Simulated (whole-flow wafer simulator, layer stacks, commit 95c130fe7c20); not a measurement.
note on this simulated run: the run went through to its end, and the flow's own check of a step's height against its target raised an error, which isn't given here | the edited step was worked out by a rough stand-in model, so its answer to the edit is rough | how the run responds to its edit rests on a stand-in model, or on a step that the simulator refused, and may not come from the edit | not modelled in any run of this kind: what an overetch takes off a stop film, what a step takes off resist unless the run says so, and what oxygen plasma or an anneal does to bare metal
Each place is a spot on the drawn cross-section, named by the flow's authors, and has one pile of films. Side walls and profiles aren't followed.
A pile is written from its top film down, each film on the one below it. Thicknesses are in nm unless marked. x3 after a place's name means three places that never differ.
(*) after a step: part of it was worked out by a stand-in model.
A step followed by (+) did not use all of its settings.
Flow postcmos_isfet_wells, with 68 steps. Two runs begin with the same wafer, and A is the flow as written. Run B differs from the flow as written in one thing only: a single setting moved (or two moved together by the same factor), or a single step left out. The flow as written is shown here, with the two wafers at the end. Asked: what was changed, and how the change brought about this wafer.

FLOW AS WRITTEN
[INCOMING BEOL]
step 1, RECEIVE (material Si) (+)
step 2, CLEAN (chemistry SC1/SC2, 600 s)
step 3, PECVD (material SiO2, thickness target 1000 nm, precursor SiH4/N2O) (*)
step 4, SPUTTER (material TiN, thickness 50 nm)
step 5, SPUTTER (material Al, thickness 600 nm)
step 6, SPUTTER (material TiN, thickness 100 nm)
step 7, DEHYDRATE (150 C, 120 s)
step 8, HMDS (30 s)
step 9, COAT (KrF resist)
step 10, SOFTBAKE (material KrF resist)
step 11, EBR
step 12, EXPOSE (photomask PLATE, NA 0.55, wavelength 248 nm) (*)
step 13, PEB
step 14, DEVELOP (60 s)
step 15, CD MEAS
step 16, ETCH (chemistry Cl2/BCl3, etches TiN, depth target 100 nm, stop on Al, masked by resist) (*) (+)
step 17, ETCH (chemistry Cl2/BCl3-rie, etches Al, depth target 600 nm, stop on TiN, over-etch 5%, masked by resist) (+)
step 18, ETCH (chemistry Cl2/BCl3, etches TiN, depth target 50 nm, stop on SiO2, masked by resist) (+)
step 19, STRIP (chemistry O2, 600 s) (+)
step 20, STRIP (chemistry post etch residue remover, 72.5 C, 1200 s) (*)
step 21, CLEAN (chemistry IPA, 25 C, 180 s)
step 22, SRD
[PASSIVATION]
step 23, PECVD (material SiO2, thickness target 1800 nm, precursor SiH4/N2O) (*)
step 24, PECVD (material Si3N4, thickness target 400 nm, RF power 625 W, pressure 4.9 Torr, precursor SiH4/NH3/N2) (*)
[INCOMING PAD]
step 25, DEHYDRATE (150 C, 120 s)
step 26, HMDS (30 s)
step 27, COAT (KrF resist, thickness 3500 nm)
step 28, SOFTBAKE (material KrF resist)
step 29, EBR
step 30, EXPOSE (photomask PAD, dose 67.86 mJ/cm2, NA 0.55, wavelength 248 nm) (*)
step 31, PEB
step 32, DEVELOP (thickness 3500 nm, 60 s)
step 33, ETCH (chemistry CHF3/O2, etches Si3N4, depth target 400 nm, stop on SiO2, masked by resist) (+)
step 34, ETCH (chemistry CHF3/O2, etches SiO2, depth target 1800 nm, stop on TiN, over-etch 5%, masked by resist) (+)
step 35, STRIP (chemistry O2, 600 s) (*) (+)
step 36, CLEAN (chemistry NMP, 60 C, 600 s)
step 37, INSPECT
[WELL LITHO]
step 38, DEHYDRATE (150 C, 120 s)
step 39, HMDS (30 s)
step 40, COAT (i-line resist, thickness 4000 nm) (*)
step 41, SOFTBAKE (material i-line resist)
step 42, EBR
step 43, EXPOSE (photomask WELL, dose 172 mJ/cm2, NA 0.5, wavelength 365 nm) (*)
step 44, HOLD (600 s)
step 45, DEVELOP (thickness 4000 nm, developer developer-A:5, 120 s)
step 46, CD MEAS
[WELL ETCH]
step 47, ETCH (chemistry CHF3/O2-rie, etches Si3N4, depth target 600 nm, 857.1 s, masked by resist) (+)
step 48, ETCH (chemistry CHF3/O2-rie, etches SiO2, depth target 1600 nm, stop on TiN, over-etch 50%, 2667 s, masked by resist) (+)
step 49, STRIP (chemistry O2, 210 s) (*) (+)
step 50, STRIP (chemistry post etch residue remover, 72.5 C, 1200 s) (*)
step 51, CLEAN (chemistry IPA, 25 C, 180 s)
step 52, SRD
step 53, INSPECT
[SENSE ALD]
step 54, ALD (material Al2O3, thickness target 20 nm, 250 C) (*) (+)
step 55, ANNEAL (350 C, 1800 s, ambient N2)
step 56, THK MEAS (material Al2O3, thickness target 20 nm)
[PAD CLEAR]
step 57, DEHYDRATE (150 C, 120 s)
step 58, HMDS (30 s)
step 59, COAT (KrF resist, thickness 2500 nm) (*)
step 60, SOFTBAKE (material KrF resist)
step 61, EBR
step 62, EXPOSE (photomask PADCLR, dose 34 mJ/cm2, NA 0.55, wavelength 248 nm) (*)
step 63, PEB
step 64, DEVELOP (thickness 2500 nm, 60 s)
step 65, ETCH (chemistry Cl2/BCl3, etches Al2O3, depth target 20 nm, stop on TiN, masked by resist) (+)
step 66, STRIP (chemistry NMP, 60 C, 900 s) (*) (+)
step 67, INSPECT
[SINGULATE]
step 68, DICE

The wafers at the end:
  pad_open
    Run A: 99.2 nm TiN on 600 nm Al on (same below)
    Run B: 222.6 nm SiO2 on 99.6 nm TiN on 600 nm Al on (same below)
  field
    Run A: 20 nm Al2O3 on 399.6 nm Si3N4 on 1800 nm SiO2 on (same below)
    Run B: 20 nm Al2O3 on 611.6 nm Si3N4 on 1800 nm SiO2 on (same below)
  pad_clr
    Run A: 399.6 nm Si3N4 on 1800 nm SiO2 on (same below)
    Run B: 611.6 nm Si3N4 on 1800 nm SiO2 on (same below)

The reason: step 24, PECVD: thickness target 612 nm was run, while the flow as written has thickness target 400 nm.

Step by step, how the change led to this:
  step 24, PECVD (material Si3N4, thickness target 400 nm, RF power 625 W, pressure 4.9 Torr, precursor SiH4/NH3/N2) (*)
      field, margin, well900, well1300 x3, pad_rim, pad_clr, pad_open: A +400 Si3N4 (new film) | B +612 Si3N4 (new film)
  step 33, ETCH (chemistry CHF3/O2, etches Si3N4, depth target 400 nm, stop on SiO2, masked by resist) (+)
      pad_open: A -400 Si3N4 (all of it) | B -400 Si3N4
  step 34, ETCH (chemistry CHF3/O2, etches SiO2, depth target 1800 nm, stop on TiN, over-etch 5%, masked by resist) (+)
      pad_open: A -1800 SiO2 (all of it) | B -212 Si3N4 (all of it), -1577.4 SiO2
  step 47, ETCH (chemistry CHF3/O2-rie, etches Si3N4, depth target 600 nm, 857.1 s, masked by resist) (+)
      well900, well1300 x3: A -400 Si3N4 (all of it), -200 SiO2 | B -600 Si3N4
  step 48, ETCH (chemistry CHF3/O2-rie, etches SiO2, depth target 1600 nm, stop on TiN, over-etch 50%, 2667 s, masked by resist) (+)
      well900, well1300 x3: A -1600 SiO2 (all of it) | B -12 Si3N4 (all of it), -1800 SiO2 (all of it)
  step 59, COAT (KrF resist, thickness 2500 nm) (*)
      field: A +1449 KrF resist (new film) | B +1347.7 KrF resist (new film)
      margin: A +1448.9 KrF resist (new film) | B +1347.6 KrF resist (new film)
  step 63, PEB
      field, margin: A -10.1 KrF resist | B -9.37 KrF resist
  step 66, STRIP (chemistry NMP, 60 C, 900 s) (*) (+)
      field: A -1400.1 KrF resist (all of it) | B -1299.6 KrF resist (all of it)
      margin: A -1400.1 KrF resist (all of it) | B -1299.5 KrF resist (all of it)
